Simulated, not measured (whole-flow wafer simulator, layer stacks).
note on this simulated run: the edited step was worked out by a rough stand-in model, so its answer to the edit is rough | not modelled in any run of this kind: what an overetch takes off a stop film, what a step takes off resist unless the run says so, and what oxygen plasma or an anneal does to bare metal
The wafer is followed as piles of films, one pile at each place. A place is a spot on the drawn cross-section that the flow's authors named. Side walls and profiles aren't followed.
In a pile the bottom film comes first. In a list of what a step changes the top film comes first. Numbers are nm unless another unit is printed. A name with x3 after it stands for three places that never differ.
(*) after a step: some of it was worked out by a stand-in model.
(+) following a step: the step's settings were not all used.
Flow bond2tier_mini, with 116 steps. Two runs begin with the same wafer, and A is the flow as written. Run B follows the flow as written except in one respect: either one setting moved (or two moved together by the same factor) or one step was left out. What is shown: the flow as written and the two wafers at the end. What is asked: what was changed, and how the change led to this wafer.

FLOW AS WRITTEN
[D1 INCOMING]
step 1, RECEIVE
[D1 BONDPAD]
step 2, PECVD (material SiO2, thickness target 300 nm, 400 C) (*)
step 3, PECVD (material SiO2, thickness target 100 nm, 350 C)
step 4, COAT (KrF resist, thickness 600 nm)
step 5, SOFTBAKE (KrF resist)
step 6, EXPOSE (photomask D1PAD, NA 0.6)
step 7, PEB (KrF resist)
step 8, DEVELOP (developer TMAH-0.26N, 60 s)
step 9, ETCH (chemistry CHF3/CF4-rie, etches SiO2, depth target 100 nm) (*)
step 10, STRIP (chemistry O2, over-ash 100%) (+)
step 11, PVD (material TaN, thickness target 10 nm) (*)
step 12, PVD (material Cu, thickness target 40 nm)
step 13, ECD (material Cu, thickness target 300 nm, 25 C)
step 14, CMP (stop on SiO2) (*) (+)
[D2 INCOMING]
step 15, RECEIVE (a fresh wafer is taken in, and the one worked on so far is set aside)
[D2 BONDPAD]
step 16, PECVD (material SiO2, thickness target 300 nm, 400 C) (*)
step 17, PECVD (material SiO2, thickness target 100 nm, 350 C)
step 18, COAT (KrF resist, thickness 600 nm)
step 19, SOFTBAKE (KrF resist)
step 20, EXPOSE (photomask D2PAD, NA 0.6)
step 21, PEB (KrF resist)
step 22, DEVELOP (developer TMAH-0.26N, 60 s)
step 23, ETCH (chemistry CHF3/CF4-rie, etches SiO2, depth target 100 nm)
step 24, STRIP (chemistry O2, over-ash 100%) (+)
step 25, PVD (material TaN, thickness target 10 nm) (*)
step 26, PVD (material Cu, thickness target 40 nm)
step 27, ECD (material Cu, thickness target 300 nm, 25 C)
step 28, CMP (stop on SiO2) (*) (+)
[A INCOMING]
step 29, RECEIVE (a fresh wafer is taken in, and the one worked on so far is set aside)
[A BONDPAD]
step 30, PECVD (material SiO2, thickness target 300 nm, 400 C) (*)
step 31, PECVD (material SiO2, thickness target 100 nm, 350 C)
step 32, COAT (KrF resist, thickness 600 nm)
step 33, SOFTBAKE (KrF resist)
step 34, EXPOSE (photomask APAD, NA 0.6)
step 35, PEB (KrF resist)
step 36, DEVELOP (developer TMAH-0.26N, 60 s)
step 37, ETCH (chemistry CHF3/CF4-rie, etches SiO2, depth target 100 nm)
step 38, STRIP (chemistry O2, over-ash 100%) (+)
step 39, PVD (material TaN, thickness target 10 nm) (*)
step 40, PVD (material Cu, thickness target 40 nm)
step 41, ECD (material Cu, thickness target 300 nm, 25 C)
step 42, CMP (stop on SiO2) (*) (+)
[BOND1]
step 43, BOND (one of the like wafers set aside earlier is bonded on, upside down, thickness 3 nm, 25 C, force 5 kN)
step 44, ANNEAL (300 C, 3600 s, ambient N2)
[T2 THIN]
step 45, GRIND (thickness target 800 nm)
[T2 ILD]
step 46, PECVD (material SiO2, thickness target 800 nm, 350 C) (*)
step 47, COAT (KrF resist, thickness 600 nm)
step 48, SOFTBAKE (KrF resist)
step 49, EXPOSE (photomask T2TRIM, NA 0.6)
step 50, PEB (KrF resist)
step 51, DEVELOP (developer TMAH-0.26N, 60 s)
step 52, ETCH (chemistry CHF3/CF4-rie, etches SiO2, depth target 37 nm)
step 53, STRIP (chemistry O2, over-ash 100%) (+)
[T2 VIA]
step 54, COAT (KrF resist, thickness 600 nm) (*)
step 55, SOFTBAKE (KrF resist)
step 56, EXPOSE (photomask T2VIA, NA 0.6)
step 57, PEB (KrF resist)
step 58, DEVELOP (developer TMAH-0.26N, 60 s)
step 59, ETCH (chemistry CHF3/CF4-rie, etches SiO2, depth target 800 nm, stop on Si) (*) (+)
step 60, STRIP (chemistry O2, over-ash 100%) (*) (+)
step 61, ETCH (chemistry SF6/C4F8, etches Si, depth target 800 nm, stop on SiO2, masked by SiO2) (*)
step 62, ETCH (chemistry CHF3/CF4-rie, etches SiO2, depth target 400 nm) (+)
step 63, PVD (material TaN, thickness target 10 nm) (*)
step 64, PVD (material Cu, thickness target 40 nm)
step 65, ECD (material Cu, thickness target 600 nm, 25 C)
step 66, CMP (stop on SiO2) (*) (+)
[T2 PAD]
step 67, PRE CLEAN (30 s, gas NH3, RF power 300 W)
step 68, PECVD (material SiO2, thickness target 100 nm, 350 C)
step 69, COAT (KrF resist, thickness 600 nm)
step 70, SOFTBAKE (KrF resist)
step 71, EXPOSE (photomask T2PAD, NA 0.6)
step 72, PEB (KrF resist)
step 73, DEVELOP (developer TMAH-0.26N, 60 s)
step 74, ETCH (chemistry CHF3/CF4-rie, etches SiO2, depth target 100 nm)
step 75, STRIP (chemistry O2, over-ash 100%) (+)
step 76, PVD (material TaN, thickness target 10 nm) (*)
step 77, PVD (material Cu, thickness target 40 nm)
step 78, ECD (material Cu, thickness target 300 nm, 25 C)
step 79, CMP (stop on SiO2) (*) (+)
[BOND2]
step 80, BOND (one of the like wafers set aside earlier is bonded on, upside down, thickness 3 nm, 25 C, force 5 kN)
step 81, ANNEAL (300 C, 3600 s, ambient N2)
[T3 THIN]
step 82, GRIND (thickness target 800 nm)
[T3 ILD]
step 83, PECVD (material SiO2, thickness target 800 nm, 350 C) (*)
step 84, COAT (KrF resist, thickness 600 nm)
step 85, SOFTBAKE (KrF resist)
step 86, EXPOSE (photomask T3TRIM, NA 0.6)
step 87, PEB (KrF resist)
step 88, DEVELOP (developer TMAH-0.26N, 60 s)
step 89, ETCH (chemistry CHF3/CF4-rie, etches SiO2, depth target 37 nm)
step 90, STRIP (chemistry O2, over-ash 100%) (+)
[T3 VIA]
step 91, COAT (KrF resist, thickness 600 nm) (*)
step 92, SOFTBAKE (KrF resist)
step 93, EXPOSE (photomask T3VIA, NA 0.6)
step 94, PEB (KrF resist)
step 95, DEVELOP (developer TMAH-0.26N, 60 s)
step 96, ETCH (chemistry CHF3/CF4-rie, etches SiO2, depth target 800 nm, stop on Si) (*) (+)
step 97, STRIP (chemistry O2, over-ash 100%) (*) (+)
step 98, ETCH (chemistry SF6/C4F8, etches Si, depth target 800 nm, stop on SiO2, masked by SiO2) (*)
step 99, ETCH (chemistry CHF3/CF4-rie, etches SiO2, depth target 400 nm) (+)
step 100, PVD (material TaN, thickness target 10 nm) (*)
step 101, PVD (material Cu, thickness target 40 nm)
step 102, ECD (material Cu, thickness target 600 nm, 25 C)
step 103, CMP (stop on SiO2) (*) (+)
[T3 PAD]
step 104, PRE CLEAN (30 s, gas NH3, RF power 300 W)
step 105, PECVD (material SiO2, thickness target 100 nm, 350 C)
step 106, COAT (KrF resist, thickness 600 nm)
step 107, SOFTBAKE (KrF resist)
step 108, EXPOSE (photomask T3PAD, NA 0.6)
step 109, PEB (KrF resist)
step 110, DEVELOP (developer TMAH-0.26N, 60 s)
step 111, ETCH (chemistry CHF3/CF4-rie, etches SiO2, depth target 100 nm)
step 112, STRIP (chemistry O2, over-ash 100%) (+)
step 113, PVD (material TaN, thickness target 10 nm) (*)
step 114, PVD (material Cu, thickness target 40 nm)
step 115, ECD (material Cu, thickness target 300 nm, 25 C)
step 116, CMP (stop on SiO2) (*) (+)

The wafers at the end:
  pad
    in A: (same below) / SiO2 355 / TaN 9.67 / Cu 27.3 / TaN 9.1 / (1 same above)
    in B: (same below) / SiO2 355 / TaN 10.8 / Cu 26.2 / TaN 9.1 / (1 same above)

Cause: step 100, PVD: thickness target 11.2 nm was run, though the flow has thickness target 10 nm.

Step by step, how the change led to this:
  step 100, PVD (material TaN, thickness target 10 nm) (*)
      field: A +10 TaN (new film) | B +11.2 TaN (new film)
      pad: A +9.67 TaN (new film) | B +10.8 TaN (new film)
  step 103, CMP (stop on SiO2) (*) (+)
      field: A -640 Cu (all of it), -10 TaN (all of it) | B -640 Cu (all of it), -11.2 TaN (all of it)
